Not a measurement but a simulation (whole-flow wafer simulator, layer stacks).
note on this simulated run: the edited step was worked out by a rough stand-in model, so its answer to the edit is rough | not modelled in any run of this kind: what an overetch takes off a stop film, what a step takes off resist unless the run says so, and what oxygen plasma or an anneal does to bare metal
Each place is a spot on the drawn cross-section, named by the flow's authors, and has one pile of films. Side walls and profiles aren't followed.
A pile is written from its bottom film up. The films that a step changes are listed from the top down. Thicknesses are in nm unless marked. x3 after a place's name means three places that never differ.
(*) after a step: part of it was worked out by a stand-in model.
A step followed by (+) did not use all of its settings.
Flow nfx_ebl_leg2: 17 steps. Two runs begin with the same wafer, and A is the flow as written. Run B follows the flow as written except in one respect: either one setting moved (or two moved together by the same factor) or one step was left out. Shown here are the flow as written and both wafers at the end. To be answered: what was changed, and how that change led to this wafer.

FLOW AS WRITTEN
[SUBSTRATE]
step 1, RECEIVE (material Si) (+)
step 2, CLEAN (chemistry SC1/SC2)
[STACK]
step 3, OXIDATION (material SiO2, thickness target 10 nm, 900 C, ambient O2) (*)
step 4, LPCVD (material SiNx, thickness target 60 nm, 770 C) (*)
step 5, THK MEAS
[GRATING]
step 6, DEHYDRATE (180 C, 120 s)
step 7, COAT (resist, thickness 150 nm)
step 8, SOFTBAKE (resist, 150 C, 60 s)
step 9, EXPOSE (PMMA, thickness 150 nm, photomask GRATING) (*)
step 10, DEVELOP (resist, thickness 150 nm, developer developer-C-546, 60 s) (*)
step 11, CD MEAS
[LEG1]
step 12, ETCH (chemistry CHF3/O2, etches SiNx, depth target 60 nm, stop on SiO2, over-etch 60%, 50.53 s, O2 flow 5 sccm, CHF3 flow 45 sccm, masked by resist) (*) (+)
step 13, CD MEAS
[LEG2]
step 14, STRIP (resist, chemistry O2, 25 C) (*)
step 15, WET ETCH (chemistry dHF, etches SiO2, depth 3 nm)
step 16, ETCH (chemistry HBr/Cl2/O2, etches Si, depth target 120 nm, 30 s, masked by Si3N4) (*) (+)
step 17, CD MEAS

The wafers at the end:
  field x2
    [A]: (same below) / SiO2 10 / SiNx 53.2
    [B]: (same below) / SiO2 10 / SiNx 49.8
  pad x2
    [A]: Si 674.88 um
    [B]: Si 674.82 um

Cause: step 16, ETCH: depth target 180 nm was run, though the flow has depth target 120 nm; step 16, ETCH: 45 s was run, where the flow has 30 s.

How this came from the change, step by step:
  step 16, ETCH (chemistry HBr/Cl2/O2, etches Si, depth target 120 nm, 30 s, masked by Si3N4) (*) (+)
      field x2: A -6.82 SiNx | B -10.2 SiNx
      pad x2: A -120 Si | B -180 Si
